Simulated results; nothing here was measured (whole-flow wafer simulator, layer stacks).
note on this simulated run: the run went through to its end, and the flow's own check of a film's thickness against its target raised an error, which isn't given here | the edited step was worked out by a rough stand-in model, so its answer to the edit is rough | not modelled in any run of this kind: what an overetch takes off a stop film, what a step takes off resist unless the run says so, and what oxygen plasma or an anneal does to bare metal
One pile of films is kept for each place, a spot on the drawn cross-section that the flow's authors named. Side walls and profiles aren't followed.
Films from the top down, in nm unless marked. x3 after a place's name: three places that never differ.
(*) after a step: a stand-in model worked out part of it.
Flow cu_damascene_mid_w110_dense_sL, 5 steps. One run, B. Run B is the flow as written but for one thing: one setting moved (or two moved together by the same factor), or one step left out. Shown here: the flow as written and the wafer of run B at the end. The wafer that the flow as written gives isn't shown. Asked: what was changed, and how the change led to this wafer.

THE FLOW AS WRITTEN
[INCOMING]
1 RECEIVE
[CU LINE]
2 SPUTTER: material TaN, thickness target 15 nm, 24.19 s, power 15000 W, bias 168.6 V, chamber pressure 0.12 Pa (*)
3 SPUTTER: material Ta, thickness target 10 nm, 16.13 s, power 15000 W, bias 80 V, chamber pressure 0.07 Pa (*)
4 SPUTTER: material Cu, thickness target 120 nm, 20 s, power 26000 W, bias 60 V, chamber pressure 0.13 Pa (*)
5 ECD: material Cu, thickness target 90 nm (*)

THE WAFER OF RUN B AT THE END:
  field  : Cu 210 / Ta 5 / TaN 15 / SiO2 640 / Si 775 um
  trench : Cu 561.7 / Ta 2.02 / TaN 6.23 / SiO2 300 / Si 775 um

The cause: step 3, SPUTTER: thickness target 5 nm was run, where the flow has thickness target 10 nm; step 3, SPUTTER: 8.06 s was run, where the flow has 16.13 s.
It can be read off the wafer: field has Ta 5, and step 3 as written asks for 10 nm.

How the change led to this, step by step:
  3 SPUTTER: material Ta, thickness target 10 nm, 16.13 s, power 15000 W, bias 80 V, chamber pressure 0.07 Pa (*)
      field: Ta +5 (new film) (as written it would be: Ta +10 (new film))
      trench: Ta +2.02 (new film) (as written it would be: Ta +4.05 (new film))
